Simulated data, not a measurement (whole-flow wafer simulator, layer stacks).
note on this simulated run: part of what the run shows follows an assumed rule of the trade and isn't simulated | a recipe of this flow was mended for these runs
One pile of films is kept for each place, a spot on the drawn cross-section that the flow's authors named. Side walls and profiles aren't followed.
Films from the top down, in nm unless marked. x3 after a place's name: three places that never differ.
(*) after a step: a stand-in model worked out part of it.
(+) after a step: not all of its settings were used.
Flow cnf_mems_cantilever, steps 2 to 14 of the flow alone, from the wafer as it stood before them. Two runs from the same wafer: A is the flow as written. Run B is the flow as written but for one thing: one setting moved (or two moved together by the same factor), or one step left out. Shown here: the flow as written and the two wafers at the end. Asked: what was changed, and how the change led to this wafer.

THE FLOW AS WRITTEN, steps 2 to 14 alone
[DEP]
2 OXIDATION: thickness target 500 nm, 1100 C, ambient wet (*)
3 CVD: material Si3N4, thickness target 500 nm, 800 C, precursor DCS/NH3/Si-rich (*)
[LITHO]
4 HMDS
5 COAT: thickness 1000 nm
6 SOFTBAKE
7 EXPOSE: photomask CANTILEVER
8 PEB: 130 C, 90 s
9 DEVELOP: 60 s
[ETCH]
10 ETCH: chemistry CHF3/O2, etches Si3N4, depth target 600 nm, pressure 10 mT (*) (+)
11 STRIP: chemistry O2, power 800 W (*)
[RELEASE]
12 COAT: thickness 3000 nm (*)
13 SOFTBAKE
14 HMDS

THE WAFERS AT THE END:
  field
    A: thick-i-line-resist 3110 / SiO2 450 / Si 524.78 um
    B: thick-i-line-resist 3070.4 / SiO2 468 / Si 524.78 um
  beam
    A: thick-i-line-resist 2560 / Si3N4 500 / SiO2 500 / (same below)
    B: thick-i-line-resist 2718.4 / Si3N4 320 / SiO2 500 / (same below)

The cause: step 3, CVD: thickness target 320 nm was run, where the flow has thickness target 500 nm; step 10, ETCH: depth target 384 nm was run, where the flow has depth target 600 nm.
It can be read off the wafer: beam has Si3N4 320, and step 3 as written asks for 500 nm.

How the change led to this, step by step:
  3 CVD: material Si3N4, thickness target 500 nm, 800 C, precursor DCS/NH3/Si-rich (*)
      field, beam: A Si3N4 +500 (new film) | B Si3N4 +320 (new film)
  10 ETCH: chemistry CHF3/O2, etches Si3N4, depth target 600 nm, pressure 10 mT (*) (+)
      field: A Si3N4 -500 (all of it), SiO2 -50 | B Si3N4 -320 (all of it), SiO2 -32
      beam: A KrF-resist -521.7 | B KrF-resist -333.9
  11 STRIP: chemistry O2, power 800 W (*)
      beam: A KrF-resist -460.9 (all of it) | B KrF-resist -648.8 (all of it)
  12 COAT: thickness 3000 nm (*)
      beam: A thick-i-line-resist +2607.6 (new film) | B thick-i-line-resist +2746.8 (new film)
  13 SOFTBAKE
      field: A thick-i-line-resist +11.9 | B thick-i-line-resist +7.09
      beam: A thick-i-line-resist -47.6 | B thick-i-line-resist -28.4
